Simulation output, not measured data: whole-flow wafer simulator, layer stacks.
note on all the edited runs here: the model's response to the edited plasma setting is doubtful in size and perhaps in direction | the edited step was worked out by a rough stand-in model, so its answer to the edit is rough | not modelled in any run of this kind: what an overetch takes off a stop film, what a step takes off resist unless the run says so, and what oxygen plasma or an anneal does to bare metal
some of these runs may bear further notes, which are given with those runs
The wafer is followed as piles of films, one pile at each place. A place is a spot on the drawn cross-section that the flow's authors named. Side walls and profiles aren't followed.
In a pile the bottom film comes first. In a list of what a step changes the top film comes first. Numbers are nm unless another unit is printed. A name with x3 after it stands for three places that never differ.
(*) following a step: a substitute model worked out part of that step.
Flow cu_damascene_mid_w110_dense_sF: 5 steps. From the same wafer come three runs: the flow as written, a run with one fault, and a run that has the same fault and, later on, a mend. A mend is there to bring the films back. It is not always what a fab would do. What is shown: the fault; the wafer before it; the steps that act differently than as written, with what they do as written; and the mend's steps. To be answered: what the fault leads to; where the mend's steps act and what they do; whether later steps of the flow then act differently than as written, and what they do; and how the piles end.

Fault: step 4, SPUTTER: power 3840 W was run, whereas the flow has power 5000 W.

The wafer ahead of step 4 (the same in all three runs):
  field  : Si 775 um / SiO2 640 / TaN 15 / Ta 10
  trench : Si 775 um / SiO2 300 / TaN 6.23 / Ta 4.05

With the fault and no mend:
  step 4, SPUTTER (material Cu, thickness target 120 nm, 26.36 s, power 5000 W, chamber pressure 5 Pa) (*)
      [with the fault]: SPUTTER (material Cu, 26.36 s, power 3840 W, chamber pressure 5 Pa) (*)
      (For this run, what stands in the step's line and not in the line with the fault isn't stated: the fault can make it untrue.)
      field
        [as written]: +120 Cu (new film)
        [with the fault]: +85.5 Cu (new film)
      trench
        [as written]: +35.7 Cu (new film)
        [with the fault]: +29.7 Cu (new film)
  Steps further on in the flow that do not act as written:
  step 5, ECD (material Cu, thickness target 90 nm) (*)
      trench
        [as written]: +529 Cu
        [with the fault]: +500.5 Cu
  At field, trench, the piles at the end differ from the flow's by more than 2% or 0.5 nm, whichever is larger.
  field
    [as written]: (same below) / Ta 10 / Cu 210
    [with the fault]: (same below) / Ta 10 / Cu 175.5
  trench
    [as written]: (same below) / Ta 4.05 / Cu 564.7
    [with the fault]: (same below) / Ta 4.05 / Cu 530.2

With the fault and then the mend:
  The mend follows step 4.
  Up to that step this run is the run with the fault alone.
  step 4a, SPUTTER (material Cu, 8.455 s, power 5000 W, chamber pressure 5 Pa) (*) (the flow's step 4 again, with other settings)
      field
        +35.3 Cu
      trench
        +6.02 Cu
  Every later step of the flow that is run acts as written, at every place that is followed, to within 2% or 0.5 nm, whichever is larger.
  At the end the piles are close to the flow's at the places that both follow, differing by at most 2% or 0.5 nm, whichever is larger.
